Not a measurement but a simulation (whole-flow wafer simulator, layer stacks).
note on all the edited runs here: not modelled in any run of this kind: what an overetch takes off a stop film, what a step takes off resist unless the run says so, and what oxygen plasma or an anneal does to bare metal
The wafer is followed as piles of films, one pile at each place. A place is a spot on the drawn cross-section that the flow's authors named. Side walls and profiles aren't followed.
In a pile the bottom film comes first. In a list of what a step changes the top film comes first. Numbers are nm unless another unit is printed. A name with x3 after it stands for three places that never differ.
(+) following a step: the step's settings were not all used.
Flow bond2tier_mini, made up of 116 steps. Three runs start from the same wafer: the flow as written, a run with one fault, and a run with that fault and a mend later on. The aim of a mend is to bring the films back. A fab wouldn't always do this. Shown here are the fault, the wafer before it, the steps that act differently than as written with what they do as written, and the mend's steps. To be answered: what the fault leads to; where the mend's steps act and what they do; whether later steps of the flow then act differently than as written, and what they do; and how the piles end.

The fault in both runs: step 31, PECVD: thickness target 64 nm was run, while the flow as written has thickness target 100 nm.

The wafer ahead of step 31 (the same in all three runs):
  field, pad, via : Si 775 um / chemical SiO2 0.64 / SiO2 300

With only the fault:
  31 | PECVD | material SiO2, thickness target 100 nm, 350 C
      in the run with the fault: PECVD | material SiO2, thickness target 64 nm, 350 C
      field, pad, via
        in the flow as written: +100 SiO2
        in the run with the fault: +64 SiO2
  Later steps of the flow that are run all act as written at every place that is followed.
  At field, pad, the piles at the end differ from the flow's by more than 2% or 0.5 nm, whichever is larger.
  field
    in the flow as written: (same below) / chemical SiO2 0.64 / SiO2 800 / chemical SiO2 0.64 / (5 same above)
    in the run with the fault: (same below) / chemical SiO2 0.64 / SiO2 764 / chemical SiO2 0.64 / (5 same above)
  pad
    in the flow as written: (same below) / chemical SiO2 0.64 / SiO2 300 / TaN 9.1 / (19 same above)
    in the run with the fault: (same below) / chemical SiO2 0.64 / SiO2 264 / TaN 9.1 / (19 same above)

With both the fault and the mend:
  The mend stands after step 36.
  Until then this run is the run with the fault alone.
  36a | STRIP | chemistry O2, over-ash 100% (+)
      field
        -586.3 KrF resist (all of it)
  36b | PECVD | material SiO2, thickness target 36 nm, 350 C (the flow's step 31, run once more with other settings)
      field, pad, via
        +36 SiO2
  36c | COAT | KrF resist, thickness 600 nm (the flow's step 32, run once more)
      field, pad, via
        +600 KrF resist (new film)
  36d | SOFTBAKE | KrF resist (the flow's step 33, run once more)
      alters no film at any place that is followed
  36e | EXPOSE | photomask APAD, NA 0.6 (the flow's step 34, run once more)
      alters no film at any place that is followed
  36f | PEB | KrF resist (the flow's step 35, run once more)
      alters no film at any place that is followed
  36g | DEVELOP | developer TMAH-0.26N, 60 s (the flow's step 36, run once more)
      pad, via
        -600 KrF resist (all of it)
      field
        -13.7 KrF resist
  Later steps of the flow that are run all act as written at every place that is followed.
  By the end, the piles equal the flow's at every place that both follow.
